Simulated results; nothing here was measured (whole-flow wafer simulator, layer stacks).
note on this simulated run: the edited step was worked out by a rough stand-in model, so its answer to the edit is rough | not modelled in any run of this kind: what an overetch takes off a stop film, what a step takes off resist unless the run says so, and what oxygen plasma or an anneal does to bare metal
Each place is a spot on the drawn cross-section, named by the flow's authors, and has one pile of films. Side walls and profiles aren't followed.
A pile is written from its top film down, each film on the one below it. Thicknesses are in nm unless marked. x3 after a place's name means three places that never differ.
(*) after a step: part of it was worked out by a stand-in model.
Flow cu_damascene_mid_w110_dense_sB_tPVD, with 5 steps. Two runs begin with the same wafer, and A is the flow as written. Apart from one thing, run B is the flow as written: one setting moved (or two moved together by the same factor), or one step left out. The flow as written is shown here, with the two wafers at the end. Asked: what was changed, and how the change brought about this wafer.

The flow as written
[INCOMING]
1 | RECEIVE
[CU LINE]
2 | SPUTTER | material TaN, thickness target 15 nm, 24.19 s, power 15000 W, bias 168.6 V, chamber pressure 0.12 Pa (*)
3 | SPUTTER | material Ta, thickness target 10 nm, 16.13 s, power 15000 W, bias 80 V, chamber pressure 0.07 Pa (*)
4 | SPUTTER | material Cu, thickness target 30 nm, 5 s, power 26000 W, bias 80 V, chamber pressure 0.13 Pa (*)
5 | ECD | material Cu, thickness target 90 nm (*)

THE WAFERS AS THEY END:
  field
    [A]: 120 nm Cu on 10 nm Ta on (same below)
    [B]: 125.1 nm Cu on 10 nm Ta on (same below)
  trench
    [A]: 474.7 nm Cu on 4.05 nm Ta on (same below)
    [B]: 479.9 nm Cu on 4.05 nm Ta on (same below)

What caused this: step 4, SPUTTER: 5.94 s was run, though the flow has 5 s; step 4, SPUTTER: chamber pressure 0.154 Pa was run, where the flow has chamber pressure 0.13 Pa.

Step by step, how the change led to this:
  4 | SPUTTER | material Cu, thickness target 30 nm, 5 s, power 26000 W, bias 80 V, chamber pressure 0.13 Pa (*)
      field: A +30 Cu (new film) | B +35.1 Cu (new film)
      trench: A +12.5 Cu (new film) | B +14.5 Cu (new film)
